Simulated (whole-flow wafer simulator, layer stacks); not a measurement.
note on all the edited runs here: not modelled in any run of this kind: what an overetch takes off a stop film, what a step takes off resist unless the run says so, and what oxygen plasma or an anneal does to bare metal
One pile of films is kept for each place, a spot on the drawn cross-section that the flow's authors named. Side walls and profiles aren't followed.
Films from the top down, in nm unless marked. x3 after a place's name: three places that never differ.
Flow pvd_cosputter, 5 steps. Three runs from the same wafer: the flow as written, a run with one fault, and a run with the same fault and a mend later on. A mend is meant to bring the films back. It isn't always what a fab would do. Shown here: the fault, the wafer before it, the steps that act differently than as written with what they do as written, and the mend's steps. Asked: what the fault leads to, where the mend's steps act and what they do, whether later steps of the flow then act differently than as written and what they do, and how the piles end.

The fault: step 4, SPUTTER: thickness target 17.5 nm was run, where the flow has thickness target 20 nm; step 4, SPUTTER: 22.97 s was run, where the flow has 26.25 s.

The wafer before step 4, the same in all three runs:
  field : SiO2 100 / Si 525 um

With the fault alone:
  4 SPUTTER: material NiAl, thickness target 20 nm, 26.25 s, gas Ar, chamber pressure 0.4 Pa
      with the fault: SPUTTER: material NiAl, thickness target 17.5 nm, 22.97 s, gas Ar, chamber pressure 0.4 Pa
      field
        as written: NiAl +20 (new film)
        with the fault: NiAl +17.5 (new film)
  No later step of the flow acts differently than as written at any place that is followed.
  At the end the piles differ from the flow's by more than 2% or 0.5 nm, whichever is larger, at field.
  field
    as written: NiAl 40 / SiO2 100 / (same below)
    with the fault: NiAl 37.5 / SiO2 100 / (same below)

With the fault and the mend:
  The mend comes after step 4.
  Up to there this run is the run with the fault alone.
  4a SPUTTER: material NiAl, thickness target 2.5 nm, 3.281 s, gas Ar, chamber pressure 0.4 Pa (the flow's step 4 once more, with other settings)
      field
        NiAl +2.5
  No later step of the flow acts differently than as written at any place that is followed.
  At the end the piles are the same as the flow's at every place that both follow.
